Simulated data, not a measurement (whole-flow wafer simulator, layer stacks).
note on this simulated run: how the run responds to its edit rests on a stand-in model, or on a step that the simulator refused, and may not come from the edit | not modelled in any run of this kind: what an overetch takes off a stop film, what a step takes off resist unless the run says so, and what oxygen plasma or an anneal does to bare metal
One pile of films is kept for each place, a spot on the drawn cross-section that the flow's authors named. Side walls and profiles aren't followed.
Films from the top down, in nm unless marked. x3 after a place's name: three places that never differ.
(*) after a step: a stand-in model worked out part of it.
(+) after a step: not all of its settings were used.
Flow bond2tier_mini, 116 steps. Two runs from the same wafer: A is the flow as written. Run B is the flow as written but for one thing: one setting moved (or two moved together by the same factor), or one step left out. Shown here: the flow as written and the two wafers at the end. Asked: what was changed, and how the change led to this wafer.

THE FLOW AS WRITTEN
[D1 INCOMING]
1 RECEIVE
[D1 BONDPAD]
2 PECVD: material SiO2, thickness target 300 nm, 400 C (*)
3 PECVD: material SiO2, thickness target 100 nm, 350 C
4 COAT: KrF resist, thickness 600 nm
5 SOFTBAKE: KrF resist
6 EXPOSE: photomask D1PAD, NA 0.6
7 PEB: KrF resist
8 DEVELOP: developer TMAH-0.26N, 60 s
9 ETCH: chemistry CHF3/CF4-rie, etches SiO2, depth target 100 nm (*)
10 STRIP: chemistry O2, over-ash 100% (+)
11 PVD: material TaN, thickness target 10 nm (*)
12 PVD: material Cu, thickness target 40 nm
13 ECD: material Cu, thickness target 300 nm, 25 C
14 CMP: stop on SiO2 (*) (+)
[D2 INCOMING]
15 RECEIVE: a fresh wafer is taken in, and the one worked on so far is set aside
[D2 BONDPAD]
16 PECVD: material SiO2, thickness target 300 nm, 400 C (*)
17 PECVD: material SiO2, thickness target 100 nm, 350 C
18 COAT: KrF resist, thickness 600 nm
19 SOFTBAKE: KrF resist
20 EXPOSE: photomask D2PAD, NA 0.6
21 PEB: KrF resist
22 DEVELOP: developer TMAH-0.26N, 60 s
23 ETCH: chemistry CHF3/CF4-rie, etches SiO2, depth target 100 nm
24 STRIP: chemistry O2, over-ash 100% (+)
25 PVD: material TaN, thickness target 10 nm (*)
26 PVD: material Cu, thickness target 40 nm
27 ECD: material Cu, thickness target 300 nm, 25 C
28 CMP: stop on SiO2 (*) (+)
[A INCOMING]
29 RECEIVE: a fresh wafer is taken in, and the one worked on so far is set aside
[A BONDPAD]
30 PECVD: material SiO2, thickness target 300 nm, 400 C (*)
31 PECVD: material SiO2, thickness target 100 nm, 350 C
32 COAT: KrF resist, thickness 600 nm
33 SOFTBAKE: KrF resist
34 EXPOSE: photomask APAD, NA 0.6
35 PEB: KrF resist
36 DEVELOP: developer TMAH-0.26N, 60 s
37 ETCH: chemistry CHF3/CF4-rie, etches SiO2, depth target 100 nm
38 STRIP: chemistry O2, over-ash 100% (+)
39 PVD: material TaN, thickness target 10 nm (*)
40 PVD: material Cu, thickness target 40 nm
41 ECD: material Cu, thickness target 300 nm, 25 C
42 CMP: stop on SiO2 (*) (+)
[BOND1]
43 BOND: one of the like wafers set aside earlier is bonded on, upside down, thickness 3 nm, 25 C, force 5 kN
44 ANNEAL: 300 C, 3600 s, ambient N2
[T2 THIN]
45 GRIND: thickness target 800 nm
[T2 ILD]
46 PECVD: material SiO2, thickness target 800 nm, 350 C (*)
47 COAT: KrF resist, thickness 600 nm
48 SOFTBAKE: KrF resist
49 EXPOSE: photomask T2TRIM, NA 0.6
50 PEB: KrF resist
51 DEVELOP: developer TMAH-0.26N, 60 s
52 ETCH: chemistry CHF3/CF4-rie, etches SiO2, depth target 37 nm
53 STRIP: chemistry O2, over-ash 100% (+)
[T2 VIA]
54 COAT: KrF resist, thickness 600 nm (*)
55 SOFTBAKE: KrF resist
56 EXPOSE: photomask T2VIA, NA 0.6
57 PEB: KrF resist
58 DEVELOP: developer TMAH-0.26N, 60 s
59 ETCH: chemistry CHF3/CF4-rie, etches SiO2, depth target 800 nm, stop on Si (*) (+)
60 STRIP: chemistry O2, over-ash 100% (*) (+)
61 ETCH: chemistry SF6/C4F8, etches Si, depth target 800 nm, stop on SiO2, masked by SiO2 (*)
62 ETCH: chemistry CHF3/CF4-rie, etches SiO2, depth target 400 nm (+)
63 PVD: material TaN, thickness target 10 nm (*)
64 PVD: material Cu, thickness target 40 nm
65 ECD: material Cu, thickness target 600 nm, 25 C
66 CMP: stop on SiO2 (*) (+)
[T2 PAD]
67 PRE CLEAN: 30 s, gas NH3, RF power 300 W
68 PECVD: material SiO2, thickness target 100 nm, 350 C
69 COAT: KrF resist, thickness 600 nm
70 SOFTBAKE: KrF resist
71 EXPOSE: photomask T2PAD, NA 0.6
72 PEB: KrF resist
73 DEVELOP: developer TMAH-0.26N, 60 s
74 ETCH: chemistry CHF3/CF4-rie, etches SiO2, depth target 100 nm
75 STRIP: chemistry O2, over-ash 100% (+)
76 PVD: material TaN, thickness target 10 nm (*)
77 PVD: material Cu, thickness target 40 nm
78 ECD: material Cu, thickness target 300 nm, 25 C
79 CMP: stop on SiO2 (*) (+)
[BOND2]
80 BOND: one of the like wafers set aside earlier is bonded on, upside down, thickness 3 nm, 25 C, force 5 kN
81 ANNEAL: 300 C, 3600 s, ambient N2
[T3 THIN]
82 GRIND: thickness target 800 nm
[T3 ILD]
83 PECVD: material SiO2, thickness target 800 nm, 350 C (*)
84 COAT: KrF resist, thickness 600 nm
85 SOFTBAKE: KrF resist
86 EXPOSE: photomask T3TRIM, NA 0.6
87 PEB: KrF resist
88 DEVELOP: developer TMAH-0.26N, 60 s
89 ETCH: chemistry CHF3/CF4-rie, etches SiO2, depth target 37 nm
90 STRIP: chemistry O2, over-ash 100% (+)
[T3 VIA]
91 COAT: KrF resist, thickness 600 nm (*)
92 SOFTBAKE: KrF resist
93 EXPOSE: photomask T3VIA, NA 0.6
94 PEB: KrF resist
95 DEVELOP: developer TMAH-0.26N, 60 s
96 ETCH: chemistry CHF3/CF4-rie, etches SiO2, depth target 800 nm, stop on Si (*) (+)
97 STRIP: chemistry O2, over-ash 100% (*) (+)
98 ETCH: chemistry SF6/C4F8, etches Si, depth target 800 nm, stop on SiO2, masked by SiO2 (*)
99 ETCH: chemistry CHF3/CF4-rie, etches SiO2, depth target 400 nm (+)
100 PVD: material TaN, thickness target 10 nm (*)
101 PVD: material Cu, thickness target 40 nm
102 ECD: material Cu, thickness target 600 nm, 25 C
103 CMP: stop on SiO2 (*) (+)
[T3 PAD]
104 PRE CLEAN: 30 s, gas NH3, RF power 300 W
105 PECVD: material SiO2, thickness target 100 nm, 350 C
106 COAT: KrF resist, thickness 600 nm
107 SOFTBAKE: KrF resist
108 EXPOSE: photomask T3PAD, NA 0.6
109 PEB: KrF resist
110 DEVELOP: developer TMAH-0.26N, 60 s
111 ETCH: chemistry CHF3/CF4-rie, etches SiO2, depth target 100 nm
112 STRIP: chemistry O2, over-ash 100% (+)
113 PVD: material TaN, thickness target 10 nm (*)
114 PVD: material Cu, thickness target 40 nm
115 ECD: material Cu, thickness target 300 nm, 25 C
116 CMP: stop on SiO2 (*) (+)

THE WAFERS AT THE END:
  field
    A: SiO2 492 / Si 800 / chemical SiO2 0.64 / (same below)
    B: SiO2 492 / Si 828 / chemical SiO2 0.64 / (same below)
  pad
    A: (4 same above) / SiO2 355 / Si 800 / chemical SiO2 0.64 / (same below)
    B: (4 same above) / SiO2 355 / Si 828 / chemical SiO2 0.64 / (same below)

The cause: step 82, GRIND: thickness target 828 nm was run, where the flow has thickness target 800 nm.
It can be read off the wafer: field has Si 828, and step 82 as written asks for 800 nm.

How the change led to this, step by step:
  82 GRIND: thickness target 800 nm
      field, pad: A Si -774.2 um | B Si -774.17 um
